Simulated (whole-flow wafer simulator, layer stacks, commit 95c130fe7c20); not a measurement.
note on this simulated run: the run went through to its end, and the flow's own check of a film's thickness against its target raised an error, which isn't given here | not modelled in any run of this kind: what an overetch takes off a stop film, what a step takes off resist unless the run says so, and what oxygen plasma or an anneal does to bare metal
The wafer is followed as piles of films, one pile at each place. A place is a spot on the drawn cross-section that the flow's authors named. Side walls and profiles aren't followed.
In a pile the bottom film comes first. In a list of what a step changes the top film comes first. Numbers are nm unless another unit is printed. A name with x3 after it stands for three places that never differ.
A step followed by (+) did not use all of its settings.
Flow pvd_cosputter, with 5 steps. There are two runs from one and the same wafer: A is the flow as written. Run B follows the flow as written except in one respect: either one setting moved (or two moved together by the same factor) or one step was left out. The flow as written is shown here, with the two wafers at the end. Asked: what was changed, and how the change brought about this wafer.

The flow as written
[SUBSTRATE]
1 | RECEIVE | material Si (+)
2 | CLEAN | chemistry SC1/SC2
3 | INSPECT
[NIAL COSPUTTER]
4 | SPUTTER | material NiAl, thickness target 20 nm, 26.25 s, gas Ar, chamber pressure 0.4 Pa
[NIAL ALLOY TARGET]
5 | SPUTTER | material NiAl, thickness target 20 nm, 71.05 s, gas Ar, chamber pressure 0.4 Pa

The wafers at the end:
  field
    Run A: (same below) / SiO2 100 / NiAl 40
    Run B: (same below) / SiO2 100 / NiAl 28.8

The reason: step 5, SPUTTER: thickness target 8.82 nm was run, whereas the flow has thickness target 20 nm; step 5, SPUTTER: 31.33 s was run, where the flow has 71.05 s.

Step by step, how the change led to this:
  5 | SPUTTER | material NiAl, thickness target 20 nm, 71.05 s, gas Ar, chamber pressure 0.4 Pa
      field: A +20 NiAl | B +8.82 NiAl
